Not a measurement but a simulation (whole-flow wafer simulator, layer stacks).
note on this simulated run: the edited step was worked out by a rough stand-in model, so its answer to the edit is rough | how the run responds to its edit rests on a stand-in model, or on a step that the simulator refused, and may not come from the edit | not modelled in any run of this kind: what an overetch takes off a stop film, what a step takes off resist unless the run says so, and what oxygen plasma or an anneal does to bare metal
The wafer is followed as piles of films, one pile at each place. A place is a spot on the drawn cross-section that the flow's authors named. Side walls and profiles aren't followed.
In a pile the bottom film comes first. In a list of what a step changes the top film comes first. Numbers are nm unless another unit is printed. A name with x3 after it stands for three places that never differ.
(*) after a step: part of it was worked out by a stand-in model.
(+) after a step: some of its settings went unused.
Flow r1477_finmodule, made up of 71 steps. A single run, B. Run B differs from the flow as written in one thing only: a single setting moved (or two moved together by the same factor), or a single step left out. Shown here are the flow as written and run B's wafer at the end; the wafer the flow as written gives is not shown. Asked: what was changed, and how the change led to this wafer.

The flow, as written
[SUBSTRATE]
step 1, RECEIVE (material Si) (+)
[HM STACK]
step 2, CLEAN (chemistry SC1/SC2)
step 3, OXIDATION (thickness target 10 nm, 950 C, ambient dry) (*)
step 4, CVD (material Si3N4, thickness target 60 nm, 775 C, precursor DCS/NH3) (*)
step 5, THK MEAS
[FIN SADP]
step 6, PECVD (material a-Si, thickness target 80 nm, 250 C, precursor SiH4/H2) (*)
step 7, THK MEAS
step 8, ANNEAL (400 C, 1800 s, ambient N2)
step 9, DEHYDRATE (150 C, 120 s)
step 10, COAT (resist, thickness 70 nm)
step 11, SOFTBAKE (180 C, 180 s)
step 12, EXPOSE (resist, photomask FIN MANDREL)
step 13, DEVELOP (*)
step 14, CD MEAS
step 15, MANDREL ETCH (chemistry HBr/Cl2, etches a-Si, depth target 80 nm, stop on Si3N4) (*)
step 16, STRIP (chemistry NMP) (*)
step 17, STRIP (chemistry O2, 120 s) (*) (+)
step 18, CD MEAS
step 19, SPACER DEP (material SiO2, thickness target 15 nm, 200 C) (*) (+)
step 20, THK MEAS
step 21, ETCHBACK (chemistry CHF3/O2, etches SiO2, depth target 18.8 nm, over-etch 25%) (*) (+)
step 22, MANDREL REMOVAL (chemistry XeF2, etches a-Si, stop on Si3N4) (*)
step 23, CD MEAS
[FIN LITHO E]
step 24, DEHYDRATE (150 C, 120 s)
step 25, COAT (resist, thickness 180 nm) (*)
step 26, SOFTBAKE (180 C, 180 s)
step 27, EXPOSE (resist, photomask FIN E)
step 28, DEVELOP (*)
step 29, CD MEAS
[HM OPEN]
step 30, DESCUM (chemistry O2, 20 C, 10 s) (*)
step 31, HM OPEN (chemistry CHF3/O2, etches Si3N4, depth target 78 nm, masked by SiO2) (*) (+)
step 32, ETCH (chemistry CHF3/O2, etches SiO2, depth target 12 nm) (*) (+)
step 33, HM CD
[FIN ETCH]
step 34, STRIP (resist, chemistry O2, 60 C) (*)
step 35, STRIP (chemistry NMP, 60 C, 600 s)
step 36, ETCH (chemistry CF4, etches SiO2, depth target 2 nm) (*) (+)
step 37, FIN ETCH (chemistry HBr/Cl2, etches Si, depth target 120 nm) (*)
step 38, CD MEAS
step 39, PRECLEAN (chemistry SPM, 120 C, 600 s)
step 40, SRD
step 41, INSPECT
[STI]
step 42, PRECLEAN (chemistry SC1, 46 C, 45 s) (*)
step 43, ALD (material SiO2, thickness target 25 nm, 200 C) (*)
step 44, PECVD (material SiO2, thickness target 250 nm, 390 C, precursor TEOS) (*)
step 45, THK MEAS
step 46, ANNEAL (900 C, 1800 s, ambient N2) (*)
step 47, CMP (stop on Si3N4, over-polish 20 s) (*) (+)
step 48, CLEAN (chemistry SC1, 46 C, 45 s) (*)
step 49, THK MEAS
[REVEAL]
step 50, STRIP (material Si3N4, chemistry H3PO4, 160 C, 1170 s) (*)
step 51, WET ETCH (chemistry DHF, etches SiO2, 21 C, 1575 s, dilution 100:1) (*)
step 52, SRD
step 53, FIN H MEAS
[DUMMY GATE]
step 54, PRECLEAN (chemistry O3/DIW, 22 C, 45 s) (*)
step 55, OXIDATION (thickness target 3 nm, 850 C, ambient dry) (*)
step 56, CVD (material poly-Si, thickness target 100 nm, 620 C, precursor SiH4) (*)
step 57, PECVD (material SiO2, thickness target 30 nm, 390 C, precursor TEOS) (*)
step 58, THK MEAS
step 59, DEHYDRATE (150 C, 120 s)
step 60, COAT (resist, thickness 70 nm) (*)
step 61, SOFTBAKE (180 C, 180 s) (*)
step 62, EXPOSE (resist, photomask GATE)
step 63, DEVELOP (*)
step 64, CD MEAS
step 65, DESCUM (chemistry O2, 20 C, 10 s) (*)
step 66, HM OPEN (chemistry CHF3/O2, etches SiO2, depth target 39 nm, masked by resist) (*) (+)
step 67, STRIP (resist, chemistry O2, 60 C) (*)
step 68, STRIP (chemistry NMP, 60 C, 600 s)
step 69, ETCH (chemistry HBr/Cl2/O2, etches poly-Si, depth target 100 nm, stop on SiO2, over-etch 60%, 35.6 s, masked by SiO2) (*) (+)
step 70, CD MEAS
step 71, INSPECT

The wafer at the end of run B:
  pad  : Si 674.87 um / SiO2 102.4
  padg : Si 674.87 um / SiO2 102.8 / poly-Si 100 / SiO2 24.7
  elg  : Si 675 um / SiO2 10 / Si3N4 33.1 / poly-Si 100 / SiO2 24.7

What caused this: step 36, ETCH: depth target 0.81 nm was run, while the flow as written has depth target 2 nm.

Step by step, how the change led to this:
  step 36, ETCH (chemistry CF4, etches SiO2, depth target 2 nm) (*) (+)
      pad, padg, esg and 19 more: -0.81 chemical SiO2 (as written it would have been: -1.45 chemical SiO2 (all of it), -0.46 Si)
      elg, e40lg, e100lg, e200lg, elo, e40lo, e100lo, e200lo: -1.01 Si3N4 (as written it would have been: -2.5 Si3N4)
      (as well as at 6 more places)
  step 37, FIN ETCH (chemistry HBr/Cl2, etches Si, depth target 120 nm) (*)
      pad, padg, esg and 19 more: -0.64 chemical SiO2 (all of it), -120 Si (as written it would have been: -120 Si)
  step 51, WET ETCH (chemistry DHF, etches SiO2, 21 C, 1575 s, dilution 100:1) (*)
      elg, e40lg, e100lg, e200lg, elo, e40lo, e100lo, e200lo: -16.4 SiO2 (all of it), -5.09 Si3N4 (as written it would have been: -17.8 SiO2 (all of it), -4.97 Si3N4)
